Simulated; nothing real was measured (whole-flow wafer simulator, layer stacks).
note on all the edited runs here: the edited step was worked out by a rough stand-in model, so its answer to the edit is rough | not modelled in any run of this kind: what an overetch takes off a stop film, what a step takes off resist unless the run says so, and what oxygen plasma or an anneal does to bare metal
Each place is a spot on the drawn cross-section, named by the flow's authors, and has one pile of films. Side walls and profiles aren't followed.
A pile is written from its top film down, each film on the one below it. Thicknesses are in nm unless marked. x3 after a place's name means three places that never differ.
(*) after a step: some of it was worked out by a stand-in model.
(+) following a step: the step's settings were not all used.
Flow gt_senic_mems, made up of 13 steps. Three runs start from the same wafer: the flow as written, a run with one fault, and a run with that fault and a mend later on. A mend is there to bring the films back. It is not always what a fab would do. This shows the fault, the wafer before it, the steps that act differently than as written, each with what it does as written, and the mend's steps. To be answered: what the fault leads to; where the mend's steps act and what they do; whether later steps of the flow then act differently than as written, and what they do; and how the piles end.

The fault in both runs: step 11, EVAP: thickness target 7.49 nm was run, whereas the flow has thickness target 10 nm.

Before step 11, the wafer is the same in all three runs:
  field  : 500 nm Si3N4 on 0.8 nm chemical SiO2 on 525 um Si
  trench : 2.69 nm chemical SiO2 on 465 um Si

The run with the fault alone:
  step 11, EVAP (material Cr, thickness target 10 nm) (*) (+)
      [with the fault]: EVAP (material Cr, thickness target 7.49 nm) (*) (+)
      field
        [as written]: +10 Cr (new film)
        [with the fault]: +7.49 Cr (new film)
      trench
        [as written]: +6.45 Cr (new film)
        [with the fault]: +4.84 Cr (new film)
  Every later step of the flow that is run acts as written at every place that is followed.
  At field, trench, the piles at the end differ from the flow's by more than 2% or 0.5 nm, whichever is larger.
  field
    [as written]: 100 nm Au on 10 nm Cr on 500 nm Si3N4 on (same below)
    [with the fault]: 100 nm Au on 7.49 nm Cr on 500 nm Si3N4 on (same below)
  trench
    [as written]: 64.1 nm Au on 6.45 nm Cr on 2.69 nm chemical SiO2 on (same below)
    [with the fault]: 64.1 nm Au on 4.84 nm Cr on 2.69 nm chemical SiO2 on (same below)

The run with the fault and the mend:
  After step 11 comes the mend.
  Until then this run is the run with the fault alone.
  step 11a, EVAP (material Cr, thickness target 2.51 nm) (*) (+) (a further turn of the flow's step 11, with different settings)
      field
        +2.51 Cr
      trench
        +1.62 Cr
  Every later step of the flow that is run acts as written at every place that is followed.
  At the end the piles are close to the flow's at the places that both follow, differing by at most 2% or 0.5 nm, whichever is larger.
